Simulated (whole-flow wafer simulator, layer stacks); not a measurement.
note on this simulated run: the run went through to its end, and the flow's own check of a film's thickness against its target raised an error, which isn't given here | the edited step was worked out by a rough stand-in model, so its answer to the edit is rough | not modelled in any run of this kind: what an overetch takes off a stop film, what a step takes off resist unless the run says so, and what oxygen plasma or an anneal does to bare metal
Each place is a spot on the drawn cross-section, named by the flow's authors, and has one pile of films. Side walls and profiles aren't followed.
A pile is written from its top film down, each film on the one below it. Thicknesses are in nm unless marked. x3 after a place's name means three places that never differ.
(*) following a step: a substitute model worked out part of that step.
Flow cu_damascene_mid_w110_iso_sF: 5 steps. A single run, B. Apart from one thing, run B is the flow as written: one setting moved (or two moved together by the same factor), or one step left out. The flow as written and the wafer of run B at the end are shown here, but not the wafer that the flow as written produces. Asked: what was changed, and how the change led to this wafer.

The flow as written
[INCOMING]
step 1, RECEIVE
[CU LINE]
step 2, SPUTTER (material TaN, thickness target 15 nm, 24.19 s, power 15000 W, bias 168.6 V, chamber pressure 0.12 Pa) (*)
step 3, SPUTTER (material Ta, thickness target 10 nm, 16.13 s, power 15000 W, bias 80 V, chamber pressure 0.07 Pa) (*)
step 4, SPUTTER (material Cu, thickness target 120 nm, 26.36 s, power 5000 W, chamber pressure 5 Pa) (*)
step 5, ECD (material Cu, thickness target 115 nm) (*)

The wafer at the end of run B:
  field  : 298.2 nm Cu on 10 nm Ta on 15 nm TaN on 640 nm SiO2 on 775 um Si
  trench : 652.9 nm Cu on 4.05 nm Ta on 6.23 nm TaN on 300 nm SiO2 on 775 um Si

Cause: step 5, ECD: thickness target 178.2 nm was run, while the flow as written has thickness target 115 nm.

How this came from the change, step by step:
  step 5, ECD (material Cu, thickness target 115 nm) (*)
      field: +178.2 Cu (in the flow as written it would be: +115 Cu)
      trench: +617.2 Cu (in the flow as written it would be: +554 Cu)
